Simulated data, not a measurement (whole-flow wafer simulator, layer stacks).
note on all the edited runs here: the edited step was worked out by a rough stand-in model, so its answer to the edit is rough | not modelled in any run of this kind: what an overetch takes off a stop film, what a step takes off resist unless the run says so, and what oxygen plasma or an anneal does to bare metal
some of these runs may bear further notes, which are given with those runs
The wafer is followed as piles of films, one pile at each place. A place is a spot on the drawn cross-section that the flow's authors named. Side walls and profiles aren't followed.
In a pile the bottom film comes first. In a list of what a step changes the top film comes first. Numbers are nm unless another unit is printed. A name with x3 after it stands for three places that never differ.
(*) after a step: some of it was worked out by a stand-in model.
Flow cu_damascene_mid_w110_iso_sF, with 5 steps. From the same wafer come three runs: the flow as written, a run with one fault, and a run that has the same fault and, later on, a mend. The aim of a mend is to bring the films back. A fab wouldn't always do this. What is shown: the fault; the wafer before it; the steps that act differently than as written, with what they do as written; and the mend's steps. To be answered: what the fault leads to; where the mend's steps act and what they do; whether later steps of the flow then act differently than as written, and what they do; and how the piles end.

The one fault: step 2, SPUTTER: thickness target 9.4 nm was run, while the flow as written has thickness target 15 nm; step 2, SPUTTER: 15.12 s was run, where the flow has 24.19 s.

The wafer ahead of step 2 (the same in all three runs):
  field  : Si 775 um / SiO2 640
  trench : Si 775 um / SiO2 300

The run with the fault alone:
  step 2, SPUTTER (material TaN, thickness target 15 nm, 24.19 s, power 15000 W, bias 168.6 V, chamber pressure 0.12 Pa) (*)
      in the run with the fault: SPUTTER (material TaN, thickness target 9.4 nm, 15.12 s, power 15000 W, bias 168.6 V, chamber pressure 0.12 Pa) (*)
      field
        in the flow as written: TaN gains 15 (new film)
        in the run with the fault: TaN gains 9.4 (new film)
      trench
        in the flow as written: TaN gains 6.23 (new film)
        in the run with the fault: TaN gains 3.9 (new film)
  None of the later steps of the flow differs from how it acts as written, at any place that is followed, by more than 2% or 0.5 nm, whichever is larger.
  The piles end different from the flow's at field, trench by more than 2% or 0.5 nm, whichever is larger.
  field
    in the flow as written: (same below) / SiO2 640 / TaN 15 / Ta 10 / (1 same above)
    in the run with the fault: (same below) / SiO2 640 / TaN 9.4 / Ta 10 / (1 same above)
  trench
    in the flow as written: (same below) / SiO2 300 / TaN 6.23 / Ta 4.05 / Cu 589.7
    in the run with the fault: (same below) / SiO2 300 / TaN 3.9 / Ta 4.12 / Cu 586.4

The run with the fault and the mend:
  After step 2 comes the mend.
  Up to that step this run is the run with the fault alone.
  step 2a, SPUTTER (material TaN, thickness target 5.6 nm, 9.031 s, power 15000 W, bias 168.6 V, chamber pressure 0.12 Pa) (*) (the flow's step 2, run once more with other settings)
      field
        TaN gains 5.6
      trench
        TaN gains 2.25
  None of the later steps of the flow differs from how it acts as written, at any place that is followed, by more than 2% or 0.5 nm, whichever is larger.
  The piles end only slightly different from the flow's at the places that both follow, by no more than 2% or 0.5 nm, whichever is larger.
